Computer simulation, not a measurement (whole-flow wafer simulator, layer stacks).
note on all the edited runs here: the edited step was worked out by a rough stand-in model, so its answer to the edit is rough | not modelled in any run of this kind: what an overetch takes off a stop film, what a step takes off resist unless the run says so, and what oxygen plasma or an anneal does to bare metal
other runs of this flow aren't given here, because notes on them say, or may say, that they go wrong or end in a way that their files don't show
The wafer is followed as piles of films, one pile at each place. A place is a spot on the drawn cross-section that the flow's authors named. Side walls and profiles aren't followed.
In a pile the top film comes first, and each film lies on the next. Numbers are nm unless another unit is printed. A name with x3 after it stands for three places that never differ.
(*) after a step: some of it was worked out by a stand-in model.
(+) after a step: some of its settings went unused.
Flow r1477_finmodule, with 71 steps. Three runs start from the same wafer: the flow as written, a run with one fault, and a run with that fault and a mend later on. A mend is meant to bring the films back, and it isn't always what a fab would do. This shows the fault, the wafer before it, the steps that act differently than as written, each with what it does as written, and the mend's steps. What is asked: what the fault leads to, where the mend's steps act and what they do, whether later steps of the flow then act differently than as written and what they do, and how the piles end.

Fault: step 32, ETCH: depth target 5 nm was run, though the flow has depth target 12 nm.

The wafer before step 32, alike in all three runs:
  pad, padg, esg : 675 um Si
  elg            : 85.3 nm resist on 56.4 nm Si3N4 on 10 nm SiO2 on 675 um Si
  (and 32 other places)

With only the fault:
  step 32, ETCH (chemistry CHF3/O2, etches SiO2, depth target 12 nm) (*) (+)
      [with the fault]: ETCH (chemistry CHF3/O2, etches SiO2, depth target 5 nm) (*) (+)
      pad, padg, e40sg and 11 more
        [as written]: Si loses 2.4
        [with the fault]: Si loses 1
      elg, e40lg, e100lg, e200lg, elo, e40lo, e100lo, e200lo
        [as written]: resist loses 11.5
        [with the fault]: resist loses 4.79
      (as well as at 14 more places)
  Steps later in the flow that act otherwise than as written (1 more step, not shown, differs only slightly: by at most 2% or 0.5 nm, whichever is larger):
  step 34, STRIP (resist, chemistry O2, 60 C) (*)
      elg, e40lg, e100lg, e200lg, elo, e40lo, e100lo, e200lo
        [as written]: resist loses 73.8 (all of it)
        [with the fault]: resist loses 80.5 (all of it)
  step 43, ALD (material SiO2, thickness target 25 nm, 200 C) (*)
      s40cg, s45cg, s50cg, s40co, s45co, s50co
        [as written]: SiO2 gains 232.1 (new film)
        [with the fault]: SiO2 gains 237.7 (new film)
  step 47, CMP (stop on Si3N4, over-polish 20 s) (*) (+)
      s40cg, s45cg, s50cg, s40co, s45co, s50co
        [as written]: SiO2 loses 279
        [with the fault]: SiO2 loses 286
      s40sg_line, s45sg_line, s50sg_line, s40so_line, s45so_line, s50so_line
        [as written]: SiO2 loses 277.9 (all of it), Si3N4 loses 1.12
        [with the fault]: SiO2 loses 284.9 (all of it), Si3N4 loses 1.12
  When the end is reached, the piles differ only a little from the flow's at the places that both follow, at most by 2% or 0.5 nm, whichever is larger.

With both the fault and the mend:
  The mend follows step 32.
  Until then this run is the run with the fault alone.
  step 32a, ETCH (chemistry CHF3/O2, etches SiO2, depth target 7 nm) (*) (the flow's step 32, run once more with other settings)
      pad, padg, e40sg and 11 more
        Si loses 1.4
      elg, e40lg, e100lg, e200lg, elo, e40lo, e100lo, e200lo
        resist loses 6.71
      s40sg_line, s45sg_line, s50sg_line, s40so_line, s45so_line, s50so_line
        SiO2 loses 7
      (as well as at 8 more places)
  Every later step of the flow that is run acts as written, at every place that is followed, to within 2% or 0.5 nm, whichever is larger.
  When the end is reached, the piles differ only a little from the flow's at the places that both follow, at most by 2% or 0.5 nm, whichever is larger.
